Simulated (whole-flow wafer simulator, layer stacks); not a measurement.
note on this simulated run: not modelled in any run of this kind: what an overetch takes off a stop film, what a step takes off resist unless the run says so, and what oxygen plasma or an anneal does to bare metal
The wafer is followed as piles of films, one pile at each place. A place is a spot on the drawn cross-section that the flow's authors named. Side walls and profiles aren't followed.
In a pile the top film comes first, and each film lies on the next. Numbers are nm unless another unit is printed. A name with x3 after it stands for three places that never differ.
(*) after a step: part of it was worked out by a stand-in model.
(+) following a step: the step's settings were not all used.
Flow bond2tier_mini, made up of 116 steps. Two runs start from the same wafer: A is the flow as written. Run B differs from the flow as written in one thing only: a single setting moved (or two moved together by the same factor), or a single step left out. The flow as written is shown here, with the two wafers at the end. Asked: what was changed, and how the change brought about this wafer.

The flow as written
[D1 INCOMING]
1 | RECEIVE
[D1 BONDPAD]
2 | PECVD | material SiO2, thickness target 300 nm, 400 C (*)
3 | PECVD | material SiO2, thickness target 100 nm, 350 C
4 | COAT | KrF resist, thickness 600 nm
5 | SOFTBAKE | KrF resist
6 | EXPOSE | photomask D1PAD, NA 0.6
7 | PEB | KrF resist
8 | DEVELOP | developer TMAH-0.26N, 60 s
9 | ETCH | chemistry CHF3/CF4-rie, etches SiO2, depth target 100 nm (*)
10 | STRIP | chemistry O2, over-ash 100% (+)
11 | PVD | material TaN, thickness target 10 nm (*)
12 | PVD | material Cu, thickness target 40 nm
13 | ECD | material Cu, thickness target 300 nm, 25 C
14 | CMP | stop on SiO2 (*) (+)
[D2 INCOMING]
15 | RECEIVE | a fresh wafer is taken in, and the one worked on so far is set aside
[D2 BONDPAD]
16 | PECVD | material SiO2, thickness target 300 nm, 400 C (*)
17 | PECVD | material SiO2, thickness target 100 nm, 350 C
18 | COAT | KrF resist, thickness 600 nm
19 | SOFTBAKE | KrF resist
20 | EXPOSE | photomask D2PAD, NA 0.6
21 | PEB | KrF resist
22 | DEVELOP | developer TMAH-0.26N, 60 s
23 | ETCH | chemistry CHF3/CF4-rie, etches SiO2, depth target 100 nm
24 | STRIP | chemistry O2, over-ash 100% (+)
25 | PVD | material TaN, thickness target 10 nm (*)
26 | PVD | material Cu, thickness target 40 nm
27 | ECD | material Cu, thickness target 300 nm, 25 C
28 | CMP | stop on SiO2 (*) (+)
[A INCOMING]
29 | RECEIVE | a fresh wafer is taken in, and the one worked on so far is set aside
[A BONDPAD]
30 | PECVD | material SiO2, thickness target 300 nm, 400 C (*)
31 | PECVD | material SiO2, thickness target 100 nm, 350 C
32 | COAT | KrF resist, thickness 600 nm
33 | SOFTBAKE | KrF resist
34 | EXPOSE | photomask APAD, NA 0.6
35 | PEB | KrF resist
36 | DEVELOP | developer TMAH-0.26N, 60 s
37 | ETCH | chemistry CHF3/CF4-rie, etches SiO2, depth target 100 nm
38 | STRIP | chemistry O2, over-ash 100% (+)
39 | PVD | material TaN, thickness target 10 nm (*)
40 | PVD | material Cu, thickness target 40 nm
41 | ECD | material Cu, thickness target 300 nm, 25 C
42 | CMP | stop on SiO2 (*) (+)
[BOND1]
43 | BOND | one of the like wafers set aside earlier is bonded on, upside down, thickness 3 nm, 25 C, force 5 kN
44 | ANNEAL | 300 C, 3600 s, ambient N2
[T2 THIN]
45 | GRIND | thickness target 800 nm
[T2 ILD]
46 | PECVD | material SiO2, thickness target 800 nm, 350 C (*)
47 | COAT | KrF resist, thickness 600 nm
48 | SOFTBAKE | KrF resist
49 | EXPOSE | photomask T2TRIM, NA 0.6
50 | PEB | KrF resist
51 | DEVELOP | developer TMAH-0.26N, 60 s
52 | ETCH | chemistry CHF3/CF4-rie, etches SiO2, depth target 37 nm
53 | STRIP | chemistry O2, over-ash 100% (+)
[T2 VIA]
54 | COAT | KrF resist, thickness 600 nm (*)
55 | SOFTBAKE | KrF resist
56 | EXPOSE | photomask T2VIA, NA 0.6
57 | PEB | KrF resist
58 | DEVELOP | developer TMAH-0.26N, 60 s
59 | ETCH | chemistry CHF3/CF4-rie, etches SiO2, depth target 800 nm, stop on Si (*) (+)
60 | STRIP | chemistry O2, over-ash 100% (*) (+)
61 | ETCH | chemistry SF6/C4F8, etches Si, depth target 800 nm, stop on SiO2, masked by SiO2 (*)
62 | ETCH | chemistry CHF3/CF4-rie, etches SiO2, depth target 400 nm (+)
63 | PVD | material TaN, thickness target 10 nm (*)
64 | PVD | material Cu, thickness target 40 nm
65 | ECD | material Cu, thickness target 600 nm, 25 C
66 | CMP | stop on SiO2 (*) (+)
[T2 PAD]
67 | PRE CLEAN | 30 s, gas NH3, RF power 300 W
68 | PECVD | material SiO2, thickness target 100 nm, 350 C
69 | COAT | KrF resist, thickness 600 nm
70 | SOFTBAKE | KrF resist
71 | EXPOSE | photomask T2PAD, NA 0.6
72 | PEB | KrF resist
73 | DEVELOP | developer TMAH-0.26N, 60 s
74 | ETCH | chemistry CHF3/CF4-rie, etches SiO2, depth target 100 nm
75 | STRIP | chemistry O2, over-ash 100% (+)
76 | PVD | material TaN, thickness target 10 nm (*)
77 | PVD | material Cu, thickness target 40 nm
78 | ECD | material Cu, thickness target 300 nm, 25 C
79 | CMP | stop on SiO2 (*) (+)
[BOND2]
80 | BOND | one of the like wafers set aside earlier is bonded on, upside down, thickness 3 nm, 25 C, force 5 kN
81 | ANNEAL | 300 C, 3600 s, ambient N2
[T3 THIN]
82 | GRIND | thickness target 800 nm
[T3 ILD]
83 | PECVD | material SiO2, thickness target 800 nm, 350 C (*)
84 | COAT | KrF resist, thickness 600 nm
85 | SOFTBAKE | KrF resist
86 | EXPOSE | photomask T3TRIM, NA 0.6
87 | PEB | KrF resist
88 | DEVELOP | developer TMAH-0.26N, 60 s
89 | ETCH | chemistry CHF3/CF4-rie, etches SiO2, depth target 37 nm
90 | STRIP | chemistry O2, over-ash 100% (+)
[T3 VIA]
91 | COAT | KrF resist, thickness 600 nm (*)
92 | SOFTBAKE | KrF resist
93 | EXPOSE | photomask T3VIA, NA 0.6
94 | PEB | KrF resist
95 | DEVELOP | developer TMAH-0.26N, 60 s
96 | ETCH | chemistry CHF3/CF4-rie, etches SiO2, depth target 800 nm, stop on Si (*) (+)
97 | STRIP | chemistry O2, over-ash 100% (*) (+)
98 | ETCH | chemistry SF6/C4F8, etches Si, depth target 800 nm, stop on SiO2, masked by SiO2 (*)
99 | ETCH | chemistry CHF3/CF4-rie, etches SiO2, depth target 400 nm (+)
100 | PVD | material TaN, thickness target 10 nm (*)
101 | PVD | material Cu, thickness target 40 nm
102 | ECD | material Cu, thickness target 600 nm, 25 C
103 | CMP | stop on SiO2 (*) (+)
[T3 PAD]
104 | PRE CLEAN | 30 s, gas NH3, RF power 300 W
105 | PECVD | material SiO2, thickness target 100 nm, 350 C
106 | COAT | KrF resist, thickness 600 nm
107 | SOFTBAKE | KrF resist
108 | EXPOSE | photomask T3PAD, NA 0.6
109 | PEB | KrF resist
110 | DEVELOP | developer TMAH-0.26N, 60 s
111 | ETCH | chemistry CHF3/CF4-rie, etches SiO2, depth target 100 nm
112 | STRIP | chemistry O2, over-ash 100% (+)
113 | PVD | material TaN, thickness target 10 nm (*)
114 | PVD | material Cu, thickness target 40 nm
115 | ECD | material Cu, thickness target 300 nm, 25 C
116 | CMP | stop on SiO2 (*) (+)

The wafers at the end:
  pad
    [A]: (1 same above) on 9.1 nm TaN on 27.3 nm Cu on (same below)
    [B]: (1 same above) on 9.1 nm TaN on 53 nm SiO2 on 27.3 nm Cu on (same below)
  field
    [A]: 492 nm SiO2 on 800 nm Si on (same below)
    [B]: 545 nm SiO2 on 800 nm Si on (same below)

What caused this: step 105, PECVD: thickness target 153 nm was run, whereas the flow has thickness target 100 nm.

How this came from the change, step by step:
  105 | PECVD | material SiO2, thickness target 100 nm, 350 C
      field: A SiO2 gains 100 | B SiO2 gains 153
      pad: A SiO2 gains 100 (new film) | B SiO2 gains 153 (new film)
  111 | ETCH | chemistry CHF3/CF4-rie, etches SiO2, depth target 100 nm
      pad: A SiO2 loses 100 (all of it) | B SiO2 loses 100
With metal films that touch counted as one body, pad has 4 bodies (between them, from the top down: SiO2 53; SiO2 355 / Si 800 / chemical SiO2 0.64 / SiO2 300; SiO2 355 / Si 800 / chemical SiO2 0.64 / SiO2 300); the flow as written gives 3 bodies (between them, from the top down: SiO2 355 / Si 800 / chemical SiO2 0.64 / SiO2 300; SiO2 355 / Si 800 / chemical SiO2 0.64 / SiO2 300).
